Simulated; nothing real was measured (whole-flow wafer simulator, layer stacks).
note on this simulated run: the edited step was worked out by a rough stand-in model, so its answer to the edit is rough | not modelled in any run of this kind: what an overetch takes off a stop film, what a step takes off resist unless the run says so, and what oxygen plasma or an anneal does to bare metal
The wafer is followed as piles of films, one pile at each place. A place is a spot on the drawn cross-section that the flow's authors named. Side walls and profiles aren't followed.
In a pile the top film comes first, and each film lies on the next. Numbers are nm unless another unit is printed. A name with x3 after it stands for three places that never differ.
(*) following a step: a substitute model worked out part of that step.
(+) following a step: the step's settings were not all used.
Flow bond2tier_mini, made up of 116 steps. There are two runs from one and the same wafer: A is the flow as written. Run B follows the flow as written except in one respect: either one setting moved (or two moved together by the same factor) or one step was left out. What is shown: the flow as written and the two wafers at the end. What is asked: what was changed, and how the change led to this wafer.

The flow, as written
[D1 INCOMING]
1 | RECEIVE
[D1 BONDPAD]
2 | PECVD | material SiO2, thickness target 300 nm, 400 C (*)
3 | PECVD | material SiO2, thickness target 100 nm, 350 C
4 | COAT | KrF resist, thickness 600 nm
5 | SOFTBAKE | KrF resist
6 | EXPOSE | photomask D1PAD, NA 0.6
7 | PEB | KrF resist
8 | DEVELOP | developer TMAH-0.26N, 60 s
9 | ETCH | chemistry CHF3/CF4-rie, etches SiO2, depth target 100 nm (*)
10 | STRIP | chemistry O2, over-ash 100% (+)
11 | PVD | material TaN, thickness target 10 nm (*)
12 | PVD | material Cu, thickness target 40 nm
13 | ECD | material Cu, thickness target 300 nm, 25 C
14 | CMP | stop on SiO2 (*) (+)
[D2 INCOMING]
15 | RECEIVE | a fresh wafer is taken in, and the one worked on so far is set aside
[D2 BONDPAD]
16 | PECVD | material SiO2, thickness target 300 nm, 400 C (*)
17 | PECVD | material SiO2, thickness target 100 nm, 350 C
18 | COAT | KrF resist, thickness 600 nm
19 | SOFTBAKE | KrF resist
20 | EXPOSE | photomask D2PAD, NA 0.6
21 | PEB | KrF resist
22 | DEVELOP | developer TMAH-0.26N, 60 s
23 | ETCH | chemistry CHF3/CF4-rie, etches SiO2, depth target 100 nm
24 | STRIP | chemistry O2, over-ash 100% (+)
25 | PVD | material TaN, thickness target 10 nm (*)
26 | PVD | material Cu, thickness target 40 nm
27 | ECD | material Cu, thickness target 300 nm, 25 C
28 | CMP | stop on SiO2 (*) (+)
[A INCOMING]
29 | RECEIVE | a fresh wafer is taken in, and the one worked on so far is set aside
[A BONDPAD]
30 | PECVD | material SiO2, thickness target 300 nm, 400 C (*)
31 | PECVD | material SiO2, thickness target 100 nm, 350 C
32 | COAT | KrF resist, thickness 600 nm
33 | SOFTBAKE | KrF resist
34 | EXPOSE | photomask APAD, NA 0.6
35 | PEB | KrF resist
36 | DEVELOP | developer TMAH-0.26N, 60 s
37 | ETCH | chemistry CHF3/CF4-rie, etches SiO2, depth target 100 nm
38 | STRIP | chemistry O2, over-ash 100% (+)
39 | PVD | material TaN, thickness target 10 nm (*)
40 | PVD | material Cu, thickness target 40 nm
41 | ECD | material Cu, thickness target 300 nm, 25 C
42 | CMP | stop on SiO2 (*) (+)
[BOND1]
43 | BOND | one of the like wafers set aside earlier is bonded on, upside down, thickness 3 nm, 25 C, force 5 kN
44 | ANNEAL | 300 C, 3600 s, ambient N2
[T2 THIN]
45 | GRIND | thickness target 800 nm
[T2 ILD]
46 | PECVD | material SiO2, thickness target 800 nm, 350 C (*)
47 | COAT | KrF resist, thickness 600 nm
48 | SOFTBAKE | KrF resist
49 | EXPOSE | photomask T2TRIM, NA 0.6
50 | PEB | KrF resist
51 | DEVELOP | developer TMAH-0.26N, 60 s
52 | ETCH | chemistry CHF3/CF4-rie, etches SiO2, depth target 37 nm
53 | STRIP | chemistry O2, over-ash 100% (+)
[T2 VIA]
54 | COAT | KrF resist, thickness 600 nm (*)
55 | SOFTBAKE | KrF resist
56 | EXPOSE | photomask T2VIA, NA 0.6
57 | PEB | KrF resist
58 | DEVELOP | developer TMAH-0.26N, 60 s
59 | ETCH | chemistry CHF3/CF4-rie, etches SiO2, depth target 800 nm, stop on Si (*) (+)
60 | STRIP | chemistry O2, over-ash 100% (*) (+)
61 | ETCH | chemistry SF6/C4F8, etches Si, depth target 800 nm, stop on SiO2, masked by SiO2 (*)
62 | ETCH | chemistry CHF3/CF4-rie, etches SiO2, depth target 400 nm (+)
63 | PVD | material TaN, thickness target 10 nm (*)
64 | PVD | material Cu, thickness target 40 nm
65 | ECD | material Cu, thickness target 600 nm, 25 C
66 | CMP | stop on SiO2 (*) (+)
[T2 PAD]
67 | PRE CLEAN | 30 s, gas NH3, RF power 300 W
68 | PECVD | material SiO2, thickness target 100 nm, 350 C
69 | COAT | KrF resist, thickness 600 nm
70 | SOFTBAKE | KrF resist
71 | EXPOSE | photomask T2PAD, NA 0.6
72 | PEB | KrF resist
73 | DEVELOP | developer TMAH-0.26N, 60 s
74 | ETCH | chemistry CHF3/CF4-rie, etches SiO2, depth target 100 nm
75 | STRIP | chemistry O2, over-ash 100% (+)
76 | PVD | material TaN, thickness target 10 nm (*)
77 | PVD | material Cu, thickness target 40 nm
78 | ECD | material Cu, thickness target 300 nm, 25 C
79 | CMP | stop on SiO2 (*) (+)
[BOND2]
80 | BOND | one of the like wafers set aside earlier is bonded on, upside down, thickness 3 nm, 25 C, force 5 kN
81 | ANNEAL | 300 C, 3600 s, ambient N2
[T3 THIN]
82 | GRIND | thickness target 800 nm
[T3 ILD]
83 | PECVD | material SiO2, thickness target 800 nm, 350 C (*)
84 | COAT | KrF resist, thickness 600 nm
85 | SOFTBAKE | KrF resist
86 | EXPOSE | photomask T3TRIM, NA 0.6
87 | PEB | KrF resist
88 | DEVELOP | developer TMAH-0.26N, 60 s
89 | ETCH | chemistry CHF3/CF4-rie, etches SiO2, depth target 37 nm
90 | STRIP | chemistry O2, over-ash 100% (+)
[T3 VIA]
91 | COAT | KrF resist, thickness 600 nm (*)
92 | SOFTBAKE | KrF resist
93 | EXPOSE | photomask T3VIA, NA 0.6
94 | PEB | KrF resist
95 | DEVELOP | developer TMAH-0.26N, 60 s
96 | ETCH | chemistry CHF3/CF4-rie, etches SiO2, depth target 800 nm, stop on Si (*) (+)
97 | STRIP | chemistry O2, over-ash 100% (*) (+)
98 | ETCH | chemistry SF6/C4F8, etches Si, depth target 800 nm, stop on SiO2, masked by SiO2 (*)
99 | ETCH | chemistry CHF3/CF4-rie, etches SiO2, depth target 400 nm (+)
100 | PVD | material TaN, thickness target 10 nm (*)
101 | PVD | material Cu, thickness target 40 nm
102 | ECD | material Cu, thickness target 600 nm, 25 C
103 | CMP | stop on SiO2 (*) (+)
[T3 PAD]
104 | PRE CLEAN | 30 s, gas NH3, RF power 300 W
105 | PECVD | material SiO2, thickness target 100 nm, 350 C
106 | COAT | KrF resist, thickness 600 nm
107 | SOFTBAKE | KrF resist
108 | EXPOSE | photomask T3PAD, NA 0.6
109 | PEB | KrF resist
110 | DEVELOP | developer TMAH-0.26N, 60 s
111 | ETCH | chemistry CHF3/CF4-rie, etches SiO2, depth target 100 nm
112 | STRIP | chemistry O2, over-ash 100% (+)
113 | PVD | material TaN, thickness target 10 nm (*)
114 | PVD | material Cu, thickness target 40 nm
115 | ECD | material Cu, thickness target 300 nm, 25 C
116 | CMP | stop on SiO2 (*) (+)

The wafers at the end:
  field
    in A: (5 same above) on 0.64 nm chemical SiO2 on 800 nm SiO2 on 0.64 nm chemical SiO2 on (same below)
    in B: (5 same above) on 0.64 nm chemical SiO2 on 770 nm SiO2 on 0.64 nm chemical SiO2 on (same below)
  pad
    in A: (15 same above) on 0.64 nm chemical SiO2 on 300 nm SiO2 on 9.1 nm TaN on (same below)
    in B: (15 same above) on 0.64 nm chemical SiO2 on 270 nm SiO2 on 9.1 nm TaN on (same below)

What caused this: step 2, PECVD: thickness target 270 nm was run, while the flow as written has thickness target 300 nm.
One can read it off the wafer: pad has SiO2 270, and step 2 as written asks for 300 nm.

How this came from the change, step by step:
  2 | PECVD | material SiO2, thickness target 300 nm, 400 C (*)
      field, pad, via: A SiO2 gains 300 (new film) | B SiO2 gains 270 (new film)
  43 | BOND | one of the like wafers set aside earlier is bonded on, upside down, thickness 3 nm, 25 C, force 5 kN
      field: A Si gains 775 um (new film), chemical SiO2 gains 0.64 (new film), SiO2 gains 400 | B Si gains 775 um (new film), chemical SiO2 gains 0.64 (new film), SiO2 gains 370
      pad: A Si gains 775 um (new film), chemical SiO2 gains 0.64 (new film), SiO2 gains 300 (new film), TaN gains 9.1 (new film), Cu gains 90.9 | B Si gains 775 um (new film), chemical SiO2 gains 0.64 (new film), SiO2 gains 270 (new film), TaN gains 9.1 (new film), Cu gains 90.9
      (also at 1 further place)
